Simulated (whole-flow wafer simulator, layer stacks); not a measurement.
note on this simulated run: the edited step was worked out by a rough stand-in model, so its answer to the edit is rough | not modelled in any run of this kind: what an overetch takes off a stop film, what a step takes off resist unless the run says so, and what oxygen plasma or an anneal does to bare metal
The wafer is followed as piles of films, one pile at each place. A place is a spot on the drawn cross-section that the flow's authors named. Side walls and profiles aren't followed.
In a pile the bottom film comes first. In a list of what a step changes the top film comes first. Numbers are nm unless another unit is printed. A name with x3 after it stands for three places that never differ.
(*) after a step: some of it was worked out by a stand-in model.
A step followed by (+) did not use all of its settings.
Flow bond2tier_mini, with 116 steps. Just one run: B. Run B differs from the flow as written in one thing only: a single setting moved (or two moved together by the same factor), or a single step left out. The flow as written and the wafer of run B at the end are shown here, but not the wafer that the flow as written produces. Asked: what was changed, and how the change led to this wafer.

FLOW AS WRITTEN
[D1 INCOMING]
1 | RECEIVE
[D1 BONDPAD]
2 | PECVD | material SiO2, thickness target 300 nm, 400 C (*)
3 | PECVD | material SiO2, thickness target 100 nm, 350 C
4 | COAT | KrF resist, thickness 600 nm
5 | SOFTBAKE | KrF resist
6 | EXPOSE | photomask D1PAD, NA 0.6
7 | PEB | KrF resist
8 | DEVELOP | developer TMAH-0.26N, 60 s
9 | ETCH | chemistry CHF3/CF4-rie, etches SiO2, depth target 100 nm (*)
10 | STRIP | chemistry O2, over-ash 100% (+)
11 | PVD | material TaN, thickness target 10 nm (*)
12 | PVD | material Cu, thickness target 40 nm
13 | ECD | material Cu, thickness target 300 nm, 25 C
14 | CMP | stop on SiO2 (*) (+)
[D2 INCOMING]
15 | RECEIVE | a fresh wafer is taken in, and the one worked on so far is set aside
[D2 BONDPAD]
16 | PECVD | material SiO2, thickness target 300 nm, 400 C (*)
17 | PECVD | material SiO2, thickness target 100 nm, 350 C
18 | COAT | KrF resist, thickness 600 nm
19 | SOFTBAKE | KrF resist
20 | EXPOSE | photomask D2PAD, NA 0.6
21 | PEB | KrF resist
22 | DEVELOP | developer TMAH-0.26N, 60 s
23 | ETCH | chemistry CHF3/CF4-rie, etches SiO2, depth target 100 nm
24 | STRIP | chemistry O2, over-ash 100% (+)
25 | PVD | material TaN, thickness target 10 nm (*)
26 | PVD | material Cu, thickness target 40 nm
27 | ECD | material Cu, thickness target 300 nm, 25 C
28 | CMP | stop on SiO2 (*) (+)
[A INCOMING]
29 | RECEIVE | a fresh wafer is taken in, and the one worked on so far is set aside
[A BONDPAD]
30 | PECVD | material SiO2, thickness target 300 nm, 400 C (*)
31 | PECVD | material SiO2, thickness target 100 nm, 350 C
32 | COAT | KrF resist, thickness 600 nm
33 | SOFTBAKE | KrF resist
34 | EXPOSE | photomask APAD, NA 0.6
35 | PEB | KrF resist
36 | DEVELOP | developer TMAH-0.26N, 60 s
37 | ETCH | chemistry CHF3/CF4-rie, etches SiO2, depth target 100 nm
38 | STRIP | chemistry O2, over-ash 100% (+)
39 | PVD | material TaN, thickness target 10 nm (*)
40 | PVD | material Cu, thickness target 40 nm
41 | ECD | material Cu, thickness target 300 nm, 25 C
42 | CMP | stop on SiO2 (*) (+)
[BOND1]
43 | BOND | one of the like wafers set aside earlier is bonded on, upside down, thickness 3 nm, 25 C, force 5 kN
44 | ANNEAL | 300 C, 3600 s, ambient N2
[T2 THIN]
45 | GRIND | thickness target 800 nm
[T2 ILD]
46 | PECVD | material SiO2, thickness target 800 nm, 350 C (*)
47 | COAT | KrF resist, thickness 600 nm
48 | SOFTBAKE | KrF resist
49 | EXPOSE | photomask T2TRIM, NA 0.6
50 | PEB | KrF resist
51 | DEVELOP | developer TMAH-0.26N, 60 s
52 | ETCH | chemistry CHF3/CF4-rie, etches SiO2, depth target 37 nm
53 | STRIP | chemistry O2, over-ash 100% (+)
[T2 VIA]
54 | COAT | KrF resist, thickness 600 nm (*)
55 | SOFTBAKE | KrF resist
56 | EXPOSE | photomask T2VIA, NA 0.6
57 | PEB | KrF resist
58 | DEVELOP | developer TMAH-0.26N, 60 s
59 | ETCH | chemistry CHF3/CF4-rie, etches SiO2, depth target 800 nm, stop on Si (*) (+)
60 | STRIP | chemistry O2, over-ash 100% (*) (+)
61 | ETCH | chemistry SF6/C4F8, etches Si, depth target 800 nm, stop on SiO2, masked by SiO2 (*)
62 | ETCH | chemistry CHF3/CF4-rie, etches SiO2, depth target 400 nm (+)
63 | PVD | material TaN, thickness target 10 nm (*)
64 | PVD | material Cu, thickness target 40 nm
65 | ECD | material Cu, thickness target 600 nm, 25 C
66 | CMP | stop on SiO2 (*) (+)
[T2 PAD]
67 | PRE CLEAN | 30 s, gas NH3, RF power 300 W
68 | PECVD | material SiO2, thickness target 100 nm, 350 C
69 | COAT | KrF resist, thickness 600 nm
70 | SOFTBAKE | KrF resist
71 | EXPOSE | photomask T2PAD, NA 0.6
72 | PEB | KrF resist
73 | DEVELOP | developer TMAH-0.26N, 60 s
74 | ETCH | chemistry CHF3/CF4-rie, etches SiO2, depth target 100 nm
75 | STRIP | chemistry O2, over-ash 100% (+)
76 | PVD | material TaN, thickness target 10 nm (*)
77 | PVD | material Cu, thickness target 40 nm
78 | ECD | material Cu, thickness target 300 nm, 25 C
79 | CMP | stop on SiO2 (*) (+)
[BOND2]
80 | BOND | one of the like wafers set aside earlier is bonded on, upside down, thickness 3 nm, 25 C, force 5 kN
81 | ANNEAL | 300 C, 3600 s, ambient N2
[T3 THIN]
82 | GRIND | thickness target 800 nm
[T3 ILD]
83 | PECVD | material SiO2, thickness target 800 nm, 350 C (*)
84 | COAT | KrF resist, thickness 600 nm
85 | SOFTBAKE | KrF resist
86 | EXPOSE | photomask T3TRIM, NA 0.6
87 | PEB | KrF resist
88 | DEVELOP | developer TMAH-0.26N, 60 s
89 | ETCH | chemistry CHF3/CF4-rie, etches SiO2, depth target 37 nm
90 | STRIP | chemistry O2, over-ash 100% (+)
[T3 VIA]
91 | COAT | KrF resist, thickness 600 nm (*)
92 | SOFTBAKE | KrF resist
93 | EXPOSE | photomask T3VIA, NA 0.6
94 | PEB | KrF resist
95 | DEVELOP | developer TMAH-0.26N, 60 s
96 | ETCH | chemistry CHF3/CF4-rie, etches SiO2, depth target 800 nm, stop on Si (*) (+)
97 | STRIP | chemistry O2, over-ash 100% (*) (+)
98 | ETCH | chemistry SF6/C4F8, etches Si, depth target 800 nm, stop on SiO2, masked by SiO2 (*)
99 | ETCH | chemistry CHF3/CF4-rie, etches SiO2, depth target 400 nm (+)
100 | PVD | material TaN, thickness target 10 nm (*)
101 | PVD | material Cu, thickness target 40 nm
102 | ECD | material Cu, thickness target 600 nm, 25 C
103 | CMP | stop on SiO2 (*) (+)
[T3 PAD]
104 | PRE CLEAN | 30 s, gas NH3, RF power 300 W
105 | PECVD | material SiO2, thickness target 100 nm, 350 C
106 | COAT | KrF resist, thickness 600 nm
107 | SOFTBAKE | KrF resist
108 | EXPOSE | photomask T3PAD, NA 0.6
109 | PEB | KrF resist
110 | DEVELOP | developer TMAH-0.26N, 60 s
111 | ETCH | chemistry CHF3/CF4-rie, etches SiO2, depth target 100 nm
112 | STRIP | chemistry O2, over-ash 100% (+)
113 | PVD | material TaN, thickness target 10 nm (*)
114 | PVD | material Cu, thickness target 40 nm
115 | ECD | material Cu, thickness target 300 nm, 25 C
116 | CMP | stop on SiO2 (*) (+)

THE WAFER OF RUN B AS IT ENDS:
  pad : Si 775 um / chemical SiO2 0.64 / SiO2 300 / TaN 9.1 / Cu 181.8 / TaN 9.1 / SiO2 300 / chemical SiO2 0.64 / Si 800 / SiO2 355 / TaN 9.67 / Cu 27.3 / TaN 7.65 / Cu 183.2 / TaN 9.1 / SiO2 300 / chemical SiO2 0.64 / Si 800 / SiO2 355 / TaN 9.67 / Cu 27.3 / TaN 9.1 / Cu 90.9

What caused this: step 76, PVD: thickness target 8.4 nm was run, whereas the flow has thickness target 10 nm.

The path from the change to this, step by step:
  76 | PVD | material TaN, thickness target 10 nm (*)
      field: +8.4 TaN (new film) (as written it would have been: +10 TaN (new film))
      pad: +7.65 TaN (new film) (as written it would have been: +9.1 TaN (new film))
  79 | CMP | stop on SiO2 (*) (+)
      field: -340 Cu (all of it), -8.4 TaN (all of it) (as written it would have been: -340 Cu (all of it), -10 TaN (all of it))
